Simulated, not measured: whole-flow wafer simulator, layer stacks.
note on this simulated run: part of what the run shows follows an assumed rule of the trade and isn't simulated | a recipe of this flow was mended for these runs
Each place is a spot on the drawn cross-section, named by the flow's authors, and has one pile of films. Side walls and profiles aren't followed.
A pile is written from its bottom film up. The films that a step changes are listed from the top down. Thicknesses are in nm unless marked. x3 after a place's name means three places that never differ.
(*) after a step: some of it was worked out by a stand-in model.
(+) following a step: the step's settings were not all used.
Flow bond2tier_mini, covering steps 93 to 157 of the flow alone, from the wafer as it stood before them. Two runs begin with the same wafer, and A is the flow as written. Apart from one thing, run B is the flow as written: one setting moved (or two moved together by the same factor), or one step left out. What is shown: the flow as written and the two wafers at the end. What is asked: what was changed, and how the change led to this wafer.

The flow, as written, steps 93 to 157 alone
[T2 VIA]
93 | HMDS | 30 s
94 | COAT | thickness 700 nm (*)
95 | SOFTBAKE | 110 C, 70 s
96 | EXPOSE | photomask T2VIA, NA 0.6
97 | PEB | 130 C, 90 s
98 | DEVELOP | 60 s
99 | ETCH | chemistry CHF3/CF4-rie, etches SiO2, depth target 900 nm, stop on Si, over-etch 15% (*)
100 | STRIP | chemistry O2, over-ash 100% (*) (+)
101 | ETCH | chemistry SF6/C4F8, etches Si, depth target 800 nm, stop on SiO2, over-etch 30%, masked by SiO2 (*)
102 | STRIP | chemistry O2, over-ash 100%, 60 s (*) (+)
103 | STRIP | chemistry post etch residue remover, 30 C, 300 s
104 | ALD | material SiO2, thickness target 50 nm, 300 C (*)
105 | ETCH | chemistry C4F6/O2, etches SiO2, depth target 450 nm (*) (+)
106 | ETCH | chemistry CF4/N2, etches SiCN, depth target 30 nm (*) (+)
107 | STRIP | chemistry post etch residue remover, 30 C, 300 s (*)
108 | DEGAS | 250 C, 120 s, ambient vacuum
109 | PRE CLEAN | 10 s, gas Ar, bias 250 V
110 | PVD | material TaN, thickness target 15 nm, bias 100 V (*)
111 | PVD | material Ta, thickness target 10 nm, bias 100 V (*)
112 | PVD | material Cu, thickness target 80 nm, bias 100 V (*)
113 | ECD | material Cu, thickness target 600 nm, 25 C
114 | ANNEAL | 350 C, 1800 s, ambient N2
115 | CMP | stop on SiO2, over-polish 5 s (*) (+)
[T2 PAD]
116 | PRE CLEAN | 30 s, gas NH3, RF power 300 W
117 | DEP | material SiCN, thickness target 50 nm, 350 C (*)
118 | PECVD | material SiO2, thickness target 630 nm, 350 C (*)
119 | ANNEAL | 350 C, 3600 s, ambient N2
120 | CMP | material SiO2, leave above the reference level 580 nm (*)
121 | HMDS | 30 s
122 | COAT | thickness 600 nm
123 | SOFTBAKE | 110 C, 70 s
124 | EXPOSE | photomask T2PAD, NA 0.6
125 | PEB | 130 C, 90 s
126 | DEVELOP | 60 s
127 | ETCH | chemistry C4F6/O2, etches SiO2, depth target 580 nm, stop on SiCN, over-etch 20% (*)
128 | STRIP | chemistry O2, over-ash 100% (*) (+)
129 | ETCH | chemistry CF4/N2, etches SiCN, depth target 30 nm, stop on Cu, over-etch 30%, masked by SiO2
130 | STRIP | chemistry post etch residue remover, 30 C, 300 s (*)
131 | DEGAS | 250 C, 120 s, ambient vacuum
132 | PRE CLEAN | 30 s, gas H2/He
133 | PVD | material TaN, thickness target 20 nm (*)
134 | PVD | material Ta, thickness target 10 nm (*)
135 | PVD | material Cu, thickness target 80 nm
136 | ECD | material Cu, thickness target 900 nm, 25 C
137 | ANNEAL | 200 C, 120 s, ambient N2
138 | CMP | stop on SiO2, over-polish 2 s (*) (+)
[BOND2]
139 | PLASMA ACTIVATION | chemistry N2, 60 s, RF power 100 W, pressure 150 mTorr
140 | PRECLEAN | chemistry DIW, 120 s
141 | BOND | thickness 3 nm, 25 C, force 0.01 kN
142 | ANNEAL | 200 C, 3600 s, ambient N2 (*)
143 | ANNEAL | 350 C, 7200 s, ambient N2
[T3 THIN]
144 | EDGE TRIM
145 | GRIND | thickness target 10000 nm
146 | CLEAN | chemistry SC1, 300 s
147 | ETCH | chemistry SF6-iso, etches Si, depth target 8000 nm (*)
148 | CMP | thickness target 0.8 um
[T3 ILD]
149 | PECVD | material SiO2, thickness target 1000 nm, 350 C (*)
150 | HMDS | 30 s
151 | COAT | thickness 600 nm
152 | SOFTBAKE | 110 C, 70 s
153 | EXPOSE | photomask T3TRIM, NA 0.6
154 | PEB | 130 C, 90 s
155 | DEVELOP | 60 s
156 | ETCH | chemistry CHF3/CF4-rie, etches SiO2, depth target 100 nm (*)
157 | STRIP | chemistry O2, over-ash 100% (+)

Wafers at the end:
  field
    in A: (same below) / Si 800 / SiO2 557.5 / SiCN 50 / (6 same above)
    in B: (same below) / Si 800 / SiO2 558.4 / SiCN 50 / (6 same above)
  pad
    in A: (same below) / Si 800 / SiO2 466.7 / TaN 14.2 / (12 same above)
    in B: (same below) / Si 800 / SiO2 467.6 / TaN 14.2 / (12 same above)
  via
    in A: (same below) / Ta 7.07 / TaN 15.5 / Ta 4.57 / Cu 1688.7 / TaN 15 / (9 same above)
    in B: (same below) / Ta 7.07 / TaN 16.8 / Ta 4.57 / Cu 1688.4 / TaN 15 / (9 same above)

The reason: step 109, PRE CLEAN: bias 162 V was run, though the flow has bias 250 V.

The path from the change to this, step by step:
  109 | PRE CLEAN | 10 s, gas Ar, bias 250 V
      field, pad: A SiO2 loses 3 | B SiO2 loses 2.16
      via: A TaN loses 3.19 | B TaN loses 1.96
